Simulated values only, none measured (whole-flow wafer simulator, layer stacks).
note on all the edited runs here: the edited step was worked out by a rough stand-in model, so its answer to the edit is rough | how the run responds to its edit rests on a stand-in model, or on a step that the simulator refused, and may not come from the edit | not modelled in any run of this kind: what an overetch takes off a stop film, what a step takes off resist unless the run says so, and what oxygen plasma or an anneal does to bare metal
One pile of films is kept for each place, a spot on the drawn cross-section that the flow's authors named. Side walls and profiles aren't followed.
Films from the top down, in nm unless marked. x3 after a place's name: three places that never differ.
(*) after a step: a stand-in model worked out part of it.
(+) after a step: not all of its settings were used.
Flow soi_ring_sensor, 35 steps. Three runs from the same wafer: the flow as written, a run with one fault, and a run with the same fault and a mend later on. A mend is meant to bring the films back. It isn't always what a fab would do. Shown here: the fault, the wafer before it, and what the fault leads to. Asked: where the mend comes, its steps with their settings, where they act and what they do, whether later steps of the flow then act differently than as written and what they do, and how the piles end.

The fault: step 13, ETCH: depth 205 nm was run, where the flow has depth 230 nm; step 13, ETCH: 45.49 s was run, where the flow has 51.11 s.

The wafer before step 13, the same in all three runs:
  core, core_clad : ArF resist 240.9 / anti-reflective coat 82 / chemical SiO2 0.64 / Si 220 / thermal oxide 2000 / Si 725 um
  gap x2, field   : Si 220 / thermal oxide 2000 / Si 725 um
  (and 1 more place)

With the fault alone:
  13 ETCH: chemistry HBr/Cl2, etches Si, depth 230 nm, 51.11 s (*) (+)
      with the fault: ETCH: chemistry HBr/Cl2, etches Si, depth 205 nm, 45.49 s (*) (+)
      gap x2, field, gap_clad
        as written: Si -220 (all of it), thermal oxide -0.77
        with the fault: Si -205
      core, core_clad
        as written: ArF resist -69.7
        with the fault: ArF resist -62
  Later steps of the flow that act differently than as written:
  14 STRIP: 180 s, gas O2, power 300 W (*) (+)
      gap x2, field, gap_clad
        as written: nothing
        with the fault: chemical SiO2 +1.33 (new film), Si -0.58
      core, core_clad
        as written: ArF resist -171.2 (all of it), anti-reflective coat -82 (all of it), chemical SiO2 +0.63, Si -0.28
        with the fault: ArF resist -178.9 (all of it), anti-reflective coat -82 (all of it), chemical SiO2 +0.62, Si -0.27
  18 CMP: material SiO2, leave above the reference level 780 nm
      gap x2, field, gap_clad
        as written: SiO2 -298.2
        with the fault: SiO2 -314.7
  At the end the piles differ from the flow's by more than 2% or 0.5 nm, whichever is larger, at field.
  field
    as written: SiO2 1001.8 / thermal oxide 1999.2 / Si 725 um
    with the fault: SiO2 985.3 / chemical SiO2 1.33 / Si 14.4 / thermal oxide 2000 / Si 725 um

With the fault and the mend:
  The mend comes after step 13.
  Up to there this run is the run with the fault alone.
  13a ETCH: chemistry HBr/Cl2, etches Si, depth 25 nm, 5.555 s (*) (+) (the flow's step 13 once more, with other settings)
      gap x2, field, gap_clad
        Si -15 (all of it), thermal oxide -0.77
      core, core_clad
        ArF resist -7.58
  No later step of the flow acts differently than as written, at any place that is followed, by more than 2% or 0.5 nm, whichever is larger.
  At the end the piles are the same as the flow's at every place that both follow.
